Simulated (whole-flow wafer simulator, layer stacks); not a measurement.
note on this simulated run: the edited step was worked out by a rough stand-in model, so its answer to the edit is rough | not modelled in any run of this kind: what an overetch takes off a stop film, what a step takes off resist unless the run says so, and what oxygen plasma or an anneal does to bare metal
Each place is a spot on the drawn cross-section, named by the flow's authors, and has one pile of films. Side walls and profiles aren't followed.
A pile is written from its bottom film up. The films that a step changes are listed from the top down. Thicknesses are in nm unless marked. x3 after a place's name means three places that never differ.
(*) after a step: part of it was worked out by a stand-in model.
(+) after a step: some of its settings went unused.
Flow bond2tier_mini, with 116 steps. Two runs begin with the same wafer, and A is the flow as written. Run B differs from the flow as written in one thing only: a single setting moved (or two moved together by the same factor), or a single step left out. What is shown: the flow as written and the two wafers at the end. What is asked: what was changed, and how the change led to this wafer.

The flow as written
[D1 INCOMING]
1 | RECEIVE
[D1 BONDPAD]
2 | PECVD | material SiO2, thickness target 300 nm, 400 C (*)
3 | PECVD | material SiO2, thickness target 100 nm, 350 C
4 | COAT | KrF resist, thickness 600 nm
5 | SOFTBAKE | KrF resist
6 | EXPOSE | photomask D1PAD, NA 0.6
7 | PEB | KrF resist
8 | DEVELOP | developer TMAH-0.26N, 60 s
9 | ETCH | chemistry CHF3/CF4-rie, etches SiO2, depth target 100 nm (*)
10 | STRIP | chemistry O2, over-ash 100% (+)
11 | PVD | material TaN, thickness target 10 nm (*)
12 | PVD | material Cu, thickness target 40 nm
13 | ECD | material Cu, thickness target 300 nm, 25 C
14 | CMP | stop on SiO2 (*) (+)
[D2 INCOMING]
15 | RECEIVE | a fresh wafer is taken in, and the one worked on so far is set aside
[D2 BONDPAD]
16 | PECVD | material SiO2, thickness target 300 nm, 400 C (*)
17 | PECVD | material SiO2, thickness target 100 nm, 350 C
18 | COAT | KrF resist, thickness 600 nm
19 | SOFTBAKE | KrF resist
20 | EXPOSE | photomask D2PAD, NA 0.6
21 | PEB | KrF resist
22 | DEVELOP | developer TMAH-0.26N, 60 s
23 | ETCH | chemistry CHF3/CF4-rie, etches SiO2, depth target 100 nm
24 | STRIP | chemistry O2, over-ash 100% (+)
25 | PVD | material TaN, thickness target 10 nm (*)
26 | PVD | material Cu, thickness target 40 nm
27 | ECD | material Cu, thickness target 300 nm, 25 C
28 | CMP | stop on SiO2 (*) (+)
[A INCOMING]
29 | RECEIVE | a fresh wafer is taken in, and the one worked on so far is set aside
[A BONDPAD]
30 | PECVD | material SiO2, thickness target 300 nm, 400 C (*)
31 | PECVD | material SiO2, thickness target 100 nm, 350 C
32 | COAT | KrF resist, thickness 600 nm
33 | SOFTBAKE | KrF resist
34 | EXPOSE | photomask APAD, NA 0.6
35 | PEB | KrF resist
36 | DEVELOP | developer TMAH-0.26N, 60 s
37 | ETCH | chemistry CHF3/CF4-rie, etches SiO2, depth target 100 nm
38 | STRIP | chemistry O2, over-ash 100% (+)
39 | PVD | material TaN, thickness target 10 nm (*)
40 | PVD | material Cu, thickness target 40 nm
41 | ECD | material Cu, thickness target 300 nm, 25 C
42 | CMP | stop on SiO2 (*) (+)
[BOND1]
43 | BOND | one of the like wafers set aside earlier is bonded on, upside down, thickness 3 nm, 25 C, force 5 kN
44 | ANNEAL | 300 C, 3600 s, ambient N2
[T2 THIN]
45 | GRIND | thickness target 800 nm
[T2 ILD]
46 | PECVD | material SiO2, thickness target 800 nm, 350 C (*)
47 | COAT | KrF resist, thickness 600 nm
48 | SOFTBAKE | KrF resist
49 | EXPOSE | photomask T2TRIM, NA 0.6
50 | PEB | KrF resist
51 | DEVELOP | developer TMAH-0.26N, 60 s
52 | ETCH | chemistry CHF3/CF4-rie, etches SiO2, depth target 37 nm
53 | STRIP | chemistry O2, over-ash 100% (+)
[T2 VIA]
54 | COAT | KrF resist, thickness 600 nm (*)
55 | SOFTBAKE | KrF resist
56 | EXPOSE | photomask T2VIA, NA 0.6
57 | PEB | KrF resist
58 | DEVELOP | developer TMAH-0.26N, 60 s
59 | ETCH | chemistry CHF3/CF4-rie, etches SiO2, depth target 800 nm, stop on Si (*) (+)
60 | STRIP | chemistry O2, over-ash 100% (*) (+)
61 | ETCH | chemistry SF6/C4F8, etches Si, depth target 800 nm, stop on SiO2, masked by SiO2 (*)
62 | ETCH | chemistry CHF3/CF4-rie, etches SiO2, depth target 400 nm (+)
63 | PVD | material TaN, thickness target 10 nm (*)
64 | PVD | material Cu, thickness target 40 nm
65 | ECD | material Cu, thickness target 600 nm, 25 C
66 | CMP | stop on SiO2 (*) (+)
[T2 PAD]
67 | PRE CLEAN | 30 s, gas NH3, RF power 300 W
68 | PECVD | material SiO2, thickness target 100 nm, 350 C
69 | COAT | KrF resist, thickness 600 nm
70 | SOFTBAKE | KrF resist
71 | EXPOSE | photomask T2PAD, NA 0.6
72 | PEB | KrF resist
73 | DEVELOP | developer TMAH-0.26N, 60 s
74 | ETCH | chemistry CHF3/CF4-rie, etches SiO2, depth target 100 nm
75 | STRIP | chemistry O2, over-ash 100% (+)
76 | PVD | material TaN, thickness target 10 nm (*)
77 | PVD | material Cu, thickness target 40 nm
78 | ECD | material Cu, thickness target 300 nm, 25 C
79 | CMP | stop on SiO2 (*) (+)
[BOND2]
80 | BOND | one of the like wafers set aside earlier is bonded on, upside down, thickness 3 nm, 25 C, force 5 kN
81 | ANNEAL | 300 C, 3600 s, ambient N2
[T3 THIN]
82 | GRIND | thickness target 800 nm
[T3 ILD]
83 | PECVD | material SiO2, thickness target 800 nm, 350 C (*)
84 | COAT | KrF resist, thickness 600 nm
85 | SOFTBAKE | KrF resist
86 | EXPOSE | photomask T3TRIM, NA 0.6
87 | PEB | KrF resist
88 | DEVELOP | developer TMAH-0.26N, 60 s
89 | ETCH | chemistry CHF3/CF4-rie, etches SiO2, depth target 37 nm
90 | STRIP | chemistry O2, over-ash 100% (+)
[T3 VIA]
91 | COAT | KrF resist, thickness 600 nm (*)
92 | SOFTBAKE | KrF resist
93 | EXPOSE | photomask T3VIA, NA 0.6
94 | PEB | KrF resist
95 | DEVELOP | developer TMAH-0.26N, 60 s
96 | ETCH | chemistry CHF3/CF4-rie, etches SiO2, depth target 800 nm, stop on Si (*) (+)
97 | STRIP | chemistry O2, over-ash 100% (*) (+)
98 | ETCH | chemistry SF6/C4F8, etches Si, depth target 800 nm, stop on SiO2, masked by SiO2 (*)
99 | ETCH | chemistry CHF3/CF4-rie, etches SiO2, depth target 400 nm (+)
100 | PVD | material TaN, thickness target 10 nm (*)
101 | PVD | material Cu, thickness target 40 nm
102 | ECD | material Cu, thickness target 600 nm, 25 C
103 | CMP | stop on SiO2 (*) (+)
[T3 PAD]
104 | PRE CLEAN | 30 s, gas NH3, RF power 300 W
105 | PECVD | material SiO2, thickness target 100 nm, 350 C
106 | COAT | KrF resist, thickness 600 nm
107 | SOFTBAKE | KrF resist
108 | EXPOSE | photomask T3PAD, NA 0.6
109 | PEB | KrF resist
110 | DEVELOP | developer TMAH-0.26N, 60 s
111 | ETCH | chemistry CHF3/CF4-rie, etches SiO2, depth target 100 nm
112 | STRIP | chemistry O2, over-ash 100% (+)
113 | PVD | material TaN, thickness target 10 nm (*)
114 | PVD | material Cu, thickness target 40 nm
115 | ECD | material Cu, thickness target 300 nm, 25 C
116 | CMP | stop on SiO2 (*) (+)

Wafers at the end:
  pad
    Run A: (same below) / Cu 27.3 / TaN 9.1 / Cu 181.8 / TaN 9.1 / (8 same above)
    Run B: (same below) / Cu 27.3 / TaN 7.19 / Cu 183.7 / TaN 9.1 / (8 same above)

Cause: step 76, PVD: thickness target 7.9 nm was run, while the flow as written has thickness target 10 nm.

How this came from the change, step by step:
  76 | PVD | material TaN, thickness target 10 nm (*)
      field: A +10 TaN (new film) | B +7.9 TaN (new film)
      pad: A +9.1 TaN (new film) | B +7.19 TaN (new film)
  79 | CMP | stop on SiO2 (*) (+)
      field: A -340 Cu (all of it), -10 TaN (all of it) | B -340 Cu (all of it), -7.9 TaN (all of it)
